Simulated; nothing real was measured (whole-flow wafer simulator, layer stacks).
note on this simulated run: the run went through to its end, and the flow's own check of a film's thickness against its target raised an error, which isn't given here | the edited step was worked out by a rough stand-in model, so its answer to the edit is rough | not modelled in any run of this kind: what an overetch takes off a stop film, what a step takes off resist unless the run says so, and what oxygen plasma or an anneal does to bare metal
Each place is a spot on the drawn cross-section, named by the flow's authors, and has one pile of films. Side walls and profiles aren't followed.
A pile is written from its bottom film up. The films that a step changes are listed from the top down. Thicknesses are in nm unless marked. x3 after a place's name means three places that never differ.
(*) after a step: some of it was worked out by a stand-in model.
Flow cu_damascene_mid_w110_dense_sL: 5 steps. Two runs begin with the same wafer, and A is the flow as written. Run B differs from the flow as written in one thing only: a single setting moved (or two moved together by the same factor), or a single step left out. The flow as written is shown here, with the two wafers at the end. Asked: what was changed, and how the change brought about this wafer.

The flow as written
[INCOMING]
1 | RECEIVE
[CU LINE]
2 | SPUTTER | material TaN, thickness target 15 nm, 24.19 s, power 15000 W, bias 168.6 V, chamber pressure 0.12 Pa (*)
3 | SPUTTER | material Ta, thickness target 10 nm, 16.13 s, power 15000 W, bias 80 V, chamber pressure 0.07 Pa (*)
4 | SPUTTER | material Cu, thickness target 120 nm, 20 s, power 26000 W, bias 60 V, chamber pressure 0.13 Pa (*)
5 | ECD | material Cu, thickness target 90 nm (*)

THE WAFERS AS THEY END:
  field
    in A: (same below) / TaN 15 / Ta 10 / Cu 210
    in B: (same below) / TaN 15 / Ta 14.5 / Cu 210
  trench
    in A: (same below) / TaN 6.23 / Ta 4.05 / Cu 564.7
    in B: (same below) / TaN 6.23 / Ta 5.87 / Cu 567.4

What caused this: step 3, SPUTTER: thickness target 14.5 nm was run, while the flow as written has thickness target 10 nm; step 3, SPUTTER: 23.39 s was run, where the flow has 16.13 s.
The wafer lets one read it off: field has Ta 14.5, and step 3 as written asks for 10 nm.

Step by step, how the change led to this:
  3 | SPUTTER | material Ta, thickness target 10 nm, 16.13 s, power 15000 W, bias 80 V, chamber pressure 0.07 Pa (*)
      field: A Ta gains 10 (new film) | B Ta gains 14.5 (new film)
      trench: A Ta gains 4.05 (new film) | B Ta gains 5.87 (new film)
